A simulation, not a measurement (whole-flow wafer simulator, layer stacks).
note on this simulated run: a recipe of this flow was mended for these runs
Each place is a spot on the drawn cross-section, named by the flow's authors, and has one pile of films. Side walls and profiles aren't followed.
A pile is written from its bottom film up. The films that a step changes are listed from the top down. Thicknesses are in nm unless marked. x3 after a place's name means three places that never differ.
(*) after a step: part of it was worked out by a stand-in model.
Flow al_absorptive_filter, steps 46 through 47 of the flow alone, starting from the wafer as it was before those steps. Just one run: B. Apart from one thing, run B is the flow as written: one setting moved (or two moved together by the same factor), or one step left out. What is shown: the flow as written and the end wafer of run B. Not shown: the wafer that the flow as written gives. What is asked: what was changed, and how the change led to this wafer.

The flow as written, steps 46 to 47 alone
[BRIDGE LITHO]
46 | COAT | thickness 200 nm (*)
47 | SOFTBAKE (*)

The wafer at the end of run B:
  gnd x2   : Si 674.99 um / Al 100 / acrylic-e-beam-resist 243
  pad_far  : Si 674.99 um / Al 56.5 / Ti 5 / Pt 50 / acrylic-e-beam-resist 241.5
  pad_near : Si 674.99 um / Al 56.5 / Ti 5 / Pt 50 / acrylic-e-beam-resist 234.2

The reason: step 46, COAT: thickness 243 nm was run, though the flow has thickness 200 nm.
The wafer lets one read it off: gnd x2 has acrylic-e-beam-resist 243, and step 46 as written asks for 200 nm.

The path from the change to this, step by step:
  46 | COAT | thickness 200 nm (*)
      gnd x2, idc_field: +243 acrylic-e-beam-resist (new film) (it would be, as written: +200 acrylic-e-beam-resist (new film))
      pad_far: +241.5 acrylic-e-beam-resist (new film) (it would be, as written: +198.5 acrylic-e-beam-resist (new film))
      (as well as at 10 more places)
